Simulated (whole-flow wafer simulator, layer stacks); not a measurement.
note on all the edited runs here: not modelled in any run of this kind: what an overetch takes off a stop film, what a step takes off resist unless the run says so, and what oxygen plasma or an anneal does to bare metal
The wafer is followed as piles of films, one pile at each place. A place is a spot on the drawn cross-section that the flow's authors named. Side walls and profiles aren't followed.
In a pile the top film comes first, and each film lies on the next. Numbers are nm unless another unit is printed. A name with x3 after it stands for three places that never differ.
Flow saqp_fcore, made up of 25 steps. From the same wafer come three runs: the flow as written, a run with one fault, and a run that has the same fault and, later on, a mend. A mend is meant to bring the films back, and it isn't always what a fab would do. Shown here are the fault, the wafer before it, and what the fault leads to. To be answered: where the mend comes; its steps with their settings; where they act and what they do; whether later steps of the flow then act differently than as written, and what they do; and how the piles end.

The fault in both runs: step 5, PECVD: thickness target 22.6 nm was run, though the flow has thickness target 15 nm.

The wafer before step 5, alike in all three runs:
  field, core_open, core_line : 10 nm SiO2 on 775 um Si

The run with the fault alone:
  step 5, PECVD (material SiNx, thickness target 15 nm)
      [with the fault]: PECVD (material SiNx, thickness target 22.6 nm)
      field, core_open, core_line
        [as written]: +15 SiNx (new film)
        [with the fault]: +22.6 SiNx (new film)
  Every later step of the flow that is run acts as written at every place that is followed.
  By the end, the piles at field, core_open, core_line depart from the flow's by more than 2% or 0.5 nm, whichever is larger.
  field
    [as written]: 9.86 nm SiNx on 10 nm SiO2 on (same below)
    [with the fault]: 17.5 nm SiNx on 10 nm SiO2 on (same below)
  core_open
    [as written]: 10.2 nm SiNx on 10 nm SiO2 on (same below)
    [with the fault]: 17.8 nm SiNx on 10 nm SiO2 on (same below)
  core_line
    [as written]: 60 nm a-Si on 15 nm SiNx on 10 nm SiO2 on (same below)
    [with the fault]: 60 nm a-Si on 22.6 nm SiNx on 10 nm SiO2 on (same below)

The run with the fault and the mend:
  After step 5 comes the mend.
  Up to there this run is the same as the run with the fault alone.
  step 5a, ETCH (chemistry h3po4, depth target 7.6 nm)
      field, core_open, core_line
        -7.6 SiNx
  Every later step of the flow that is run acts as written at every place that is followed.
  At every place that both follow, the piles at the end match the flow's.
